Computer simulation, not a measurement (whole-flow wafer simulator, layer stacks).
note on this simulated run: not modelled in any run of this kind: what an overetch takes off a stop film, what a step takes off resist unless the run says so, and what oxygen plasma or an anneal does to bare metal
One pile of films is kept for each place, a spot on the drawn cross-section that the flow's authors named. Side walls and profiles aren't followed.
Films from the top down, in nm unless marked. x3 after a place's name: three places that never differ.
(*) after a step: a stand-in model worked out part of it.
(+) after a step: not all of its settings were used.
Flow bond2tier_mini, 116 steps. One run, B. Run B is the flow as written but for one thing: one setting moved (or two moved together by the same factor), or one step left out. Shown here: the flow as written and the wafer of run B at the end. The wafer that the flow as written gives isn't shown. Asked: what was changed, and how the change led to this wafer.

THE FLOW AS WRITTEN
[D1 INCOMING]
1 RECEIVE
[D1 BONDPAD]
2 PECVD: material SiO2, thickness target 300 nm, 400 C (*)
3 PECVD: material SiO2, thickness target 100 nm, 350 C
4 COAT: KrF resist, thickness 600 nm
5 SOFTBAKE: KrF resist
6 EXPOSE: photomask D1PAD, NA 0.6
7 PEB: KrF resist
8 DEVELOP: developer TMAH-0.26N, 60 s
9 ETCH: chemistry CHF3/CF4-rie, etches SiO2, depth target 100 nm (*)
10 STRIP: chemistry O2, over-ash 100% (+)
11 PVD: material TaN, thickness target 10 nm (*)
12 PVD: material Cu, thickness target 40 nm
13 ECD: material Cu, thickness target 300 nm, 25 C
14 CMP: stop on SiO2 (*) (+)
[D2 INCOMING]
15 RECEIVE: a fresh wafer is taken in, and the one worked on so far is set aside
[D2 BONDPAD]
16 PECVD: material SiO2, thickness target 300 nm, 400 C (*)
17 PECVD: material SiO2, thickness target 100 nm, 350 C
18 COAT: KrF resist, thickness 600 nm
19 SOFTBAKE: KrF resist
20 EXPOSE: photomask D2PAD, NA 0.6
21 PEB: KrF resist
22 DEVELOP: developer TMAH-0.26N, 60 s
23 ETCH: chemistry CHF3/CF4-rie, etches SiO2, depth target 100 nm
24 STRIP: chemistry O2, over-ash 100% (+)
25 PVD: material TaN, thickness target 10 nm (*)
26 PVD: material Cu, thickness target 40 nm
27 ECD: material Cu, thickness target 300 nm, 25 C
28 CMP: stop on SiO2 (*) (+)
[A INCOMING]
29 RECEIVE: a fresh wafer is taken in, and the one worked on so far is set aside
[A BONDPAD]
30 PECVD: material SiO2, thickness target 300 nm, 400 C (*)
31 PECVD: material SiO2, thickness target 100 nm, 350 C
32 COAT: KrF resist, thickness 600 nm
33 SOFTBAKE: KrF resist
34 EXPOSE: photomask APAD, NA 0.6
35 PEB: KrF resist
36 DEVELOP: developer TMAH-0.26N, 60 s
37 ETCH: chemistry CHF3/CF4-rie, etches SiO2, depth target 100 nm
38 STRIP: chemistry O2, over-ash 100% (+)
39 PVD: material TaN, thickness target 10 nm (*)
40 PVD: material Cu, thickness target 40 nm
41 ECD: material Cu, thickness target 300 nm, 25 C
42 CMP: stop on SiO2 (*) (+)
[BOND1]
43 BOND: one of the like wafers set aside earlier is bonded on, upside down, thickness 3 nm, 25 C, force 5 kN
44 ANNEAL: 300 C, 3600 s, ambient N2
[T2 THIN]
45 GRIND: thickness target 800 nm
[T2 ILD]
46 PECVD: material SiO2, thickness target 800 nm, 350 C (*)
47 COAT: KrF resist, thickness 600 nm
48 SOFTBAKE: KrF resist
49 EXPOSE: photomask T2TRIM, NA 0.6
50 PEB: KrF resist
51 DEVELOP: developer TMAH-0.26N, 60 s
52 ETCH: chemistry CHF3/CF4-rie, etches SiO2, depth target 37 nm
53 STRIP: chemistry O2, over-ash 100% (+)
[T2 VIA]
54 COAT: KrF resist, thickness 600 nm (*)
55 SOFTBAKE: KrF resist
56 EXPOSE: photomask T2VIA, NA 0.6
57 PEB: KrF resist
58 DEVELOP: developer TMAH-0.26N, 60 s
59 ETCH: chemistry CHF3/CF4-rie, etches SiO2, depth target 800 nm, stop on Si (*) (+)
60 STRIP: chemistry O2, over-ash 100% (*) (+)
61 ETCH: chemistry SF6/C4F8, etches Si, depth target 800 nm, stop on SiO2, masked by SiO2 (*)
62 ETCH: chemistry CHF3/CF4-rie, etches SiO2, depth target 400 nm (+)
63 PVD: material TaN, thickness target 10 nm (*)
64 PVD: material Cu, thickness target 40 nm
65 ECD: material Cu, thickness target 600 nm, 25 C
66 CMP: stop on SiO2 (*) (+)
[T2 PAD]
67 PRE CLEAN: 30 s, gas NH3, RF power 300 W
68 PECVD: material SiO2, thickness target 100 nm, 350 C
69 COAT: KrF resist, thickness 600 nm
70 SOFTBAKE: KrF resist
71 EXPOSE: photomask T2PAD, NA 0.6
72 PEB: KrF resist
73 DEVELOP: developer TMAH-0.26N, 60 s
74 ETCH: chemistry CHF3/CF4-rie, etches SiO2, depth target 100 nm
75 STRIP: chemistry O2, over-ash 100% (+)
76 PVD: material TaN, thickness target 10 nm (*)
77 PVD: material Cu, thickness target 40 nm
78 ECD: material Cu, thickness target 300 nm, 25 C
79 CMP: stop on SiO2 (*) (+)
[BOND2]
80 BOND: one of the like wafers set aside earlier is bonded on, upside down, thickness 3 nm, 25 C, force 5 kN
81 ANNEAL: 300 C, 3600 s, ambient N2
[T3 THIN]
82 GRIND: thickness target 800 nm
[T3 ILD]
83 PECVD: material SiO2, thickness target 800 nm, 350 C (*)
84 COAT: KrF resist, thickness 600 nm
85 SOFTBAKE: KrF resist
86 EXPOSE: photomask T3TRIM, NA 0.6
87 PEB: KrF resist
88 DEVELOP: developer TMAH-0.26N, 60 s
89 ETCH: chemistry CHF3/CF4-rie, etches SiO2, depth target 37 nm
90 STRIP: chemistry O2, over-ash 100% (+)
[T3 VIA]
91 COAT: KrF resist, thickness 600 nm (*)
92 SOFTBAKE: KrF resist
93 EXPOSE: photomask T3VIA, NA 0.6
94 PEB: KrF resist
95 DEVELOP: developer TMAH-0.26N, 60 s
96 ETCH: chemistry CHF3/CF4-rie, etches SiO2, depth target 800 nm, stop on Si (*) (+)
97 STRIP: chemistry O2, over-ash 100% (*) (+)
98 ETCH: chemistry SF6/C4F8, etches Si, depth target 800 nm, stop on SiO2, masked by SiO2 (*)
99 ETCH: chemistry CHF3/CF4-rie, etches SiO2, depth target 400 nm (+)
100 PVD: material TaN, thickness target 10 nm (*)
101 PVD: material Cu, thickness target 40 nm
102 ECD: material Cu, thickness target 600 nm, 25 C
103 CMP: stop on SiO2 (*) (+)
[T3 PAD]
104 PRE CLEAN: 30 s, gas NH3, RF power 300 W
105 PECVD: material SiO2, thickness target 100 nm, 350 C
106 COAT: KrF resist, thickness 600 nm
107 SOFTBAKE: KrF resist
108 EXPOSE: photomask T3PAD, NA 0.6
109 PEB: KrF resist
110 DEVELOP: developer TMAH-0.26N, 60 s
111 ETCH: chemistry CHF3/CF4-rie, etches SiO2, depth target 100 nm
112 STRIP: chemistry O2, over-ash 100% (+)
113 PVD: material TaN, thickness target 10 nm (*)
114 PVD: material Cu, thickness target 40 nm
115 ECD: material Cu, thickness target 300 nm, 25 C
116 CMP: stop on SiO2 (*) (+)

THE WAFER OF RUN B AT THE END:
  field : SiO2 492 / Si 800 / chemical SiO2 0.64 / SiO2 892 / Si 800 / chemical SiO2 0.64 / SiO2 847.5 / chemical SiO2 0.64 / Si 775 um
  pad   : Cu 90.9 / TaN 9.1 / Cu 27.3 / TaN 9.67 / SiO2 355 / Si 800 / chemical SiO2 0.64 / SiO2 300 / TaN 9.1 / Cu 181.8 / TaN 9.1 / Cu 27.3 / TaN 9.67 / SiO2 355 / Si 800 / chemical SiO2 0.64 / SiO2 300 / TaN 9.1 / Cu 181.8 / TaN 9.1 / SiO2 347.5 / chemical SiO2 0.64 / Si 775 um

The cause: step 31, PECVD: thickness target 147.5 nm was run, where the flow has thickness target 100 nm.

How the change led to this, step by step:
  31 PECVD: material SiO2, thickness target 100 nm, 350 C
      field, pad, via: SiO2 +147.5 (as written it would be: SiO2 +100)
